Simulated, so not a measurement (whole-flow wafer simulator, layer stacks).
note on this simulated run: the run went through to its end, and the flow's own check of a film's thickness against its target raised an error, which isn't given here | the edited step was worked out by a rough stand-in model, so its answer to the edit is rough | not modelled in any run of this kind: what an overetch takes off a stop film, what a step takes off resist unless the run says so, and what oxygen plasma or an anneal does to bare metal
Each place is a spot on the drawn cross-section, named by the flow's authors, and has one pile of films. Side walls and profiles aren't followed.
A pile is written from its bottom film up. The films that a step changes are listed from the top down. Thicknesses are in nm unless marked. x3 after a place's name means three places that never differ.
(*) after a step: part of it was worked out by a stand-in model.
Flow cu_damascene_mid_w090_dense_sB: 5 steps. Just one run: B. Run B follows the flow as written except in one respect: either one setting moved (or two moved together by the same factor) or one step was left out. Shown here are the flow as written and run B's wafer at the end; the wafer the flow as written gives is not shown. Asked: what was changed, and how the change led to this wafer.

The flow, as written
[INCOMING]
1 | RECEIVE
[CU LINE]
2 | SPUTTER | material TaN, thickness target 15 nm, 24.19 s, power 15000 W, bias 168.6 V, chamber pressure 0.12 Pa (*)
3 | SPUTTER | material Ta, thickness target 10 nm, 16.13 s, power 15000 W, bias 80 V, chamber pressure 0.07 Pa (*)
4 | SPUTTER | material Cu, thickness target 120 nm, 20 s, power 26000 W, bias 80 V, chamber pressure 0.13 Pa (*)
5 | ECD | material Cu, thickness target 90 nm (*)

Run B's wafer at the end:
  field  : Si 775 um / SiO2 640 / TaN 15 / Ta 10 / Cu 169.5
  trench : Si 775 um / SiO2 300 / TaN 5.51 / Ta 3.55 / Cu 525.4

Cause: step 5, ECD: thickness target 49.5 nm was run, whereas the flow has thickness target 90 nm.

The path from the change to this, step by step:
  5 | ECD | material Cu, thickness target 90 nm (*)
      field: +49.5 Cu (as written it would have been: +90 Cu)
      trench: +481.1 Cu (as written it would have been: +521.6 Cu)
